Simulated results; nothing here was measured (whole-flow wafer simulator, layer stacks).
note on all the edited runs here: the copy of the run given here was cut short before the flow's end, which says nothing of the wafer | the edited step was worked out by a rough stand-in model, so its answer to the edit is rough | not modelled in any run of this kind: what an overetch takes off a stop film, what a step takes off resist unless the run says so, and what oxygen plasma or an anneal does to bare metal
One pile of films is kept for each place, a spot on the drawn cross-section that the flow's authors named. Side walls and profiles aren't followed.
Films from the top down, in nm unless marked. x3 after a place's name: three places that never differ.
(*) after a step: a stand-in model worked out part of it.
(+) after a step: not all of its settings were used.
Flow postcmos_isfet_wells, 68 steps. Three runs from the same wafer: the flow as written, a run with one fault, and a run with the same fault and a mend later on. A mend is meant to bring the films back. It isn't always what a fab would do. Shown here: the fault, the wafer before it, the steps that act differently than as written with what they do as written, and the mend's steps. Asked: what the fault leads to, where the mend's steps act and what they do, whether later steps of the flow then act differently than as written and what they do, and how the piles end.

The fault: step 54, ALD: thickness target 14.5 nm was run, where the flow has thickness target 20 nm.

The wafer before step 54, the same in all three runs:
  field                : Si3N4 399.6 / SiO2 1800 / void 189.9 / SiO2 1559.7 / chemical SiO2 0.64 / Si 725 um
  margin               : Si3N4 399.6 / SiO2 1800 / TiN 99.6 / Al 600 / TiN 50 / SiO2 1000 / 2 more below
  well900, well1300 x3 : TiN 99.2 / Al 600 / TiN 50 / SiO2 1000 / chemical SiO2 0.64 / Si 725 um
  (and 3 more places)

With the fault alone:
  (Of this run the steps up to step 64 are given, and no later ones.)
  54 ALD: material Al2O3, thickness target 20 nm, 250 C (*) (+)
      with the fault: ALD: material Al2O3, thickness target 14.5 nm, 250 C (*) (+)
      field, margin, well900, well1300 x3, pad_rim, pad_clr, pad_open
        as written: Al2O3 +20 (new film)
        with the fault: Al2O3 +14.5 (new film)
  No later step of the flow up to step 64 acts differently than as written, at any place that is followed, by more than 2% or 0.5 nm, whichever is larger.
  After step 64 the piles differ from the flow's by more than 2% or 0.5 nm, whichever is larger, at field, margin, pad_rim, pad_clr, pad_open.
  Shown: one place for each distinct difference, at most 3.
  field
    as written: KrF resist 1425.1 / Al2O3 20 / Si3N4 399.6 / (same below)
    with the fault: KrF resist 1411.4 / Al2O3 14.5 / Si3N4 399.6 / (same below)
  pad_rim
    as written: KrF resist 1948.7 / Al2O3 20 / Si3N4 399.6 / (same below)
    with the fault: KrF resist 1947.6 / Al2O3 14.5 / Si3N4 399.6 / (same below)
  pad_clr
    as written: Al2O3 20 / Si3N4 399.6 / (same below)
    with the fault: Al2O3 14.5 / Si3N4 399.6 / (same below)

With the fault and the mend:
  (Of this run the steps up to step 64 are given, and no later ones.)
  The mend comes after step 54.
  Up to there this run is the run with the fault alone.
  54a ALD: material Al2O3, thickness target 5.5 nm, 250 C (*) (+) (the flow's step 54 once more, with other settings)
      field, margin, well900, well1300 x3, pad_rim, pad_clr, pad_open
        Al2O3 +5.5
  No later step of the flow up to step 64 acts differently than as written at any place that is followed.
  After step 64 the piles are the same as the flow's at every place that both follow.
